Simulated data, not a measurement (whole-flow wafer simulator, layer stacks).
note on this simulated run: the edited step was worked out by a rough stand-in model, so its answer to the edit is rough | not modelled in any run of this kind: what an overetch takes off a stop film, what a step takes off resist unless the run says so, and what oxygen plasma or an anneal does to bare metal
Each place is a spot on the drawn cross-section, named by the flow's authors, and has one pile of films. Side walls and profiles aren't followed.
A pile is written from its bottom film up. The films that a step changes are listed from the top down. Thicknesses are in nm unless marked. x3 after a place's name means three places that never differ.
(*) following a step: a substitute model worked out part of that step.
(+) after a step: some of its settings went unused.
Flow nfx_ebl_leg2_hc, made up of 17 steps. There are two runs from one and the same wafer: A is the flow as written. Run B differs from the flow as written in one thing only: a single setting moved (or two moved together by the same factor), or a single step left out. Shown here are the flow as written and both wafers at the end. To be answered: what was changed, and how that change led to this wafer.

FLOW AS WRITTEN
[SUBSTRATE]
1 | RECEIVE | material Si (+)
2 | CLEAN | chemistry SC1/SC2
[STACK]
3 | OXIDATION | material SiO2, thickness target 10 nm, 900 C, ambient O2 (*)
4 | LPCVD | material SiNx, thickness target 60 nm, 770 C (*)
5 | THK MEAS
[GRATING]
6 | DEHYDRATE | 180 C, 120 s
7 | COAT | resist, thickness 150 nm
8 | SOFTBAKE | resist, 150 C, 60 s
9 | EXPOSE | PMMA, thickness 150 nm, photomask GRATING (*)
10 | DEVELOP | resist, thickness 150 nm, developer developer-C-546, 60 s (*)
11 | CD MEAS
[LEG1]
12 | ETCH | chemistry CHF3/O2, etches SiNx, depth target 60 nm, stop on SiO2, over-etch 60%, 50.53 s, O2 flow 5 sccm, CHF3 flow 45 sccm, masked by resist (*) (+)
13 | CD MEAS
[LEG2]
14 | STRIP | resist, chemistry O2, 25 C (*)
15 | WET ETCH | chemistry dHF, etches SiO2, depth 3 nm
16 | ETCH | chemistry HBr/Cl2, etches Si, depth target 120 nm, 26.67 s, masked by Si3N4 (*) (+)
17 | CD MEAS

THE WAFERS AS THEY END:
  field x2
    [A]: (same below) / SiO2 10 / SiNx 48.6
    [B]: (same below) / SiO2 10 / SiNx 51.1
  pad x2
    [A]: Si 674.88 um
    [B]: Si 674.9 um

What caused this: step 16, ETCH: depth target 93 nm was run, though the flow has depth target 120 nm; step 16, ETCH: 20.67 s was run, where the flow has 26.67 s.

Step by step, how the change led to this:
  16 | ETCH | chemistry HBr/Cl2, etches Si, depth target 120 nm, 26.67 s, masked by Si3N4 (*) (+)
      field x2: A SiNx loses 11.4 | B SiNx loses 8.86
      pad x2: A Si loses 120 | B Si loses 93
